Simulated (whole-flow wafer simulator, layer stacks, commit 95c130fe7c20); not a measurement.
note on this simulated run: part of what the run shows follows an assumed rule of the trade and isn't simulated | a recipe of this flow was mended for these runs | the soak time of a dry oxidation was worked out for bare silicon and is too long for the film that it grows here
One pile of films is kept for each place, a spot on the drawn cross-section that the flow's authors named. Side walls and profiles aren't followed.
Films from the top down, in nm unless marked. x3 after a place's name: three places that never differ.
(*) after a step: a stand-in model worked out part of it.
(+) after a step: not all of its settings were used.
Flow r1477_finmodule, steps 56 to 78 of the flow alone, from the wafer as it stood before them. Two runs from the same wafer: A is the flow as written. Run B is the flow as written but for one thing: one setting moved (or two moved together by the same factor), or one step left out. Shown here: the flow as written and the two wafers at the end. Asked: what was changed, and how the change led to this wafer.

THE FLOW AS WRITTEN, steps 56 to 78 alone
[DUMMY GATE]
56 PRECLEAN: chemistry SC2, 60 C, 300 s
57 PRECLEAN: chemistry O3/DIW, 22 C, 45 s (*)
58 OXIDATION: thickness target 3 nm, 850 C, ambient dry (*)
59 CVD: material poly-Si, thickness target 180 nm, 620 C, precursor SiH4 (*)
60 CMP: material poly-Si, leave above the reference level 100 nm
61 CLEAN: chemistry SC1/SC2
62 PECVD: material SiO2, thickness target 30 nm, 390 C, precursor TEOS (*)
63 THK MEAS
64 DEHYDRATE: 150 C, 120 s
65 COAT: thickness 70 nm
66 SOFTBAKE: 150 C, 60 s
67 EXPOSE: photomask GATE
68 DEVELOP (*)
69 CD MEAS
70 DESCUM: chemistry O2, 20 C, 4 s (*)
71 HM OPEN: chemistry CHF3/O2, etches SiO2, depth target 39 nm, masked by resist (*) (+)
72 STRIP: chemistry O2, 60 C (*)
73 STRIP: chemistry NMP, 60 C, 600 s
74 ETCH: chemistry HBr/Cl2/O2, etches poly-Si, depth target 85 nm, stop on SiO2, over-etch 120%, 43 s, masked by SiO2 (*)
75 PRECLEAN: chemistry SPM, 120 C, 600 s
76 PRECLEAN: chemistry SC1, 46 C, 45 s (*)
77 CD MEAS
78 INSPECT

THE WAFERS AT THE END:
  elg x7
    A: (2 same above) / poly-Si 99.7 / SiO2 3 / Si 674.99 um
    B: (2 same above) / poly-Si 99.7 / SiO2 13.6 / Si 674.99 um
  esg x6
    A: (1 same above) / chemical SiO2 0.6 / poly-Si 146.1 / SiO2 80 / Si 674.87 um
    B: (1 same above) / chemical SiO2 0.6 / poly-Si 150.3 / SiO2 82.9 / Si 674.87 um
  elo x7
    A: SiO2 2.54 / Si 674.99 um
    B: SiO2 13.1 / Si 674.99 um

The cause: step 58, OXIDATION: 977.5 C was run, where the flow has 850 C.

How the change led to this, step by step:
  58 OXIDATION: thickness target 3 nm, 850 C, ambient dry (*)
      elg x7, elo x7: A SiO2 +3 (new film), chemical SiO2 -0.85 (all of it), Si -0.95 | B SiO2 +13.6 (new film), chemical SiO2 -0.85 (all of it), Si -5.59
      esg x6, e200sg, eso x6, e200so: A SiO2 +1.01, chemical SiO2 -0.48 (all of it), Si -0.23 | B SiO2 +3.96, chemical SiO2 -0.48 (all of it), Si -1.53
      (and at 8 more places)
  59 CVD: material poly-Si, thickness target 180 nm, 620 C, precursor SiH4 (*)
      e200sg, e200so: A poly-Si +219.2 (new film) | B poly-Si +230.6 (new film)
  60 CMP: material poly-Si, leave above the reference level 100 nm
      pad, padg: A poly-Si -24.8 | B poly-Si -20.6
      e200sg, e200so: A poly-Si -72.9 | B poly-Si -80
  74 ETCH: chemistry HBr/Cl2/O2, etches poly-Si, depth target 85 nm, stop on SiO2, over-etch 120%, 43 s, masked by SiO2 (*)
      eso x6, e200so, s40co x3: A chemical SiO2 -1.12 (all of it), poly-Si -143.9 (all of it), SiO2 -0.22 | B chemical SiO2 -1.12 (all of it), poly-Si -148.1 (all of it), SiO2 -0.19
      pad: A chemical SiO2 -1.12 (all of it), poly-Si -152.8 (all of it), SiO2 -0.17 | B chemical SiO2 -1.12 (all of it), poly-Si -157 (all of it), SiO2 -0.15
